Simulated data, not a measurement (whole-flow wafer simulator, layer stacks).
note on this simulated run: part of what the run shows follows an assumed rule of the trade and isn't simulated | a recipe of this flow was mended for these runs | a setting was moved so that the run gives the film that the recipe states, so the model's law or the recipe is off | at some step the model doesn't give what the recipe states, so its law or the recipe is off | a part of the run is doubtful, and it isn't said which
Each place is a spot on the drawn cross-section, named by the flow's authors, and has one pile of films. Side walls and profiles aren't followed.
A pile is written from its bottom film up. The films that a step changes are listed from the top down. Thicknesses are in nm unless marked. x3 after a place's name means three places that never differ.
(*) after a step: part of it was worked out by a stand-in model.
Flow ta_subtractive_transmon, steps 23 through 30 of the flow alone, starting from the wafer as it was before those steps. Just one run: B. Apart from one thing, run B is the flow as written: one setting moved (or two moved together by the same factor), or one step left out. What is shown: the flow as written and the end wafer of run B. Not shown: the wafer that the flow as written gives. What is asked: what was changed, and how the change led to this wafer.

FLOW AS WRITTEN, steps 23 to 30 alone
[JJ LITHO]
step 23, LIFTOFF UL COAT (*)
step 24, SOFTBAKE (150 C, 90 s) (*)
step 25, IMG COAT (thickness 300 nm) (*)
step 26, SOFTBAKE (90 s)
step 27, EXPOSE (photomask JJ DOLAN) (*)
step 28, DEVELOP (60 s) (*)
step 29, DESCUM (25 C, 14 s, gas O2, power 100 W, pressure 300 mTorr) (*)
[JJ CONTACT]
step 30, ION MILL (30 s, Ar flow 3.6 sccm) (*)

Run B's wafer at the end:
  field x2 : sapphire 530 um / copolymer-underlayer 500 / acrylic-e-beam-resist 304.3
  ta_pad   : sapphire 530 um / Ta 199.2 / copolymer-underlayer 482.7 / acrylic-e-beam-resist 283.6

Cause: step 25, IMG COAT: thickness 336 nm was run, though the flow has thickness 300 nm.

How this came from the change, step by step:
  step 25, IMG COAT (thickness 300 nm) (*)
      field x2, jj_line: acrylic-e-beam-resist gains 336 (new film) (it would be, as written: acrylic-e-beam-resist gains 300 (new film))
      lead: acrylic-e-beam-resist gains 349.6 (new film) (it would be, as written: acrylic-e-beam-resist gains 312.5 (new film))
      (as well as at 2 more places)
  step 28, DEVELOP (60 s) (*)
      jj_line: acrylic-e-beam-resist loses 336 (all of it), copolymer-underlayer loses 500 (all of it) (it would be, as written: acrylic-e-beam-resist loses 300 (all of it), copolymer-underlayer loses 500 (all of it))
      lead: acrylic-e-beam-resist loses 349.6 (all of it), copolymer-underlayer loses 554.7 (all of it) (it would be, as written: acrylic-e-beam-resist loses 312.5 (all of it), copolymer-underlayer loses 554.7 (all of it))
      (as well as at 1 more place)
